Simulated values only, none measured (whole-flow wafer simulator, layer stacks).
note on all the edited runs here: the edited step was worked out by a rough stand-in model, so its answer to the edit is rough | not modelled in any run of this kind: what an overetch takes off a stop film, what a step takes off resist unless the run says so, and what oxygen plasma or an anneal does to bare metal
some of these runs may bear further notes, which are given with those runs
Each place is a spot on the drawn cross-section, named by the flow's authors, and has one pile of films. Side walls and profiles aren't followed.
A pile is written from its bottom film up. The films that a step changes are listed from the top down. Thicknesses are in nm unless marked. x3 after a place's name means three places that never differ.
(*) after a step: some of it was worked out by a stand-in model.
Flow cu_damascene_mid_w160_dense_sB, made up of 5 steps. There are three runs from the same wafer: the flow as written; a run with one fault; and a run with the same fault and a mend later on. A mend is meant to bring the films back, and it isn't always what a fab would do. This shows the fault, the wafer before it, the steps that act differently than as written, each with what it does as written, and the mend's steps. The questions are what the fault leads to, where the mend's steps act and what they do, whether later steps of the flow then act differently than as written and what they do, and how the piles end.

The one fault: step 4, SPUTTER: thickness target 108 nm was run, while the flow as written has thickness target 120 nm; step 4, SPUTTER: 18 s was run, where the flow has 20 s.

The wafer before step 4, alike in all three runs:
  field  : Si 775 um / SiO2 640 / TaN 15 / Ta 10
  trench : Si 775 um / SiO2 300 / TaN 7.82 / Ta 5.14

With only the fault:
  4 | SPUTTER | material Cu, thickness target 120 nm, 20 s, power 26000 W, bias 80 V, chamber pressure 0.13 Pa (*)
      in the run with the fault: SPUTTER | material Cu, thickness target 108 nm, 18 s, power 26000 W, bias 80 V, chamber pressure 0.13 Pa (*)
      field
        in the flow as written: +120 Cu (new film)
        in the run with the fault: +108 Cu (new film)
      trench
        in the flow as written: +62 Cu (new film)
        in the run with the fault: +55.8 Cu (new film)
  None of the later steps of the flow differs from how it acts as written, at any place that is followed, by more than 2% or 0.5 nm, whichever is larger.
  At field, trench, the piles at the end differ from the flow's by more than 2% or 0.5 nm, whichever is larger.
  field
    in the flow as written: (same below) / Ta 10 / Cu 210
    in the run with the fault: (same below) / Ta 10 / Cu 198
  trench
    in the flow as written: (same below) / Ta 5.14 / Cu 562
    in the run with the fault: (same below) / Ta 5.14 / Cu 550

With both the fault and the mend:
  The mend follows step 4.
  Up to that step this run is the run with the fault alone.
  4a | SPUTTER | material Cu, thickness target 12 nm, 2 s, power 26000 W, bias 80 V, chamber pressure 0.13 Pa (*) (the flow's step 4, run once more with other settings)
      field
        +12 Cu
      trench
        +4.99 Cu
  None of the later steps of the flow differs from how it acts as written, at any place that is followed, by more than 2% or 0.5 nm, whichever is larger.
  The piles end the same as the flow's at every place that both follow.
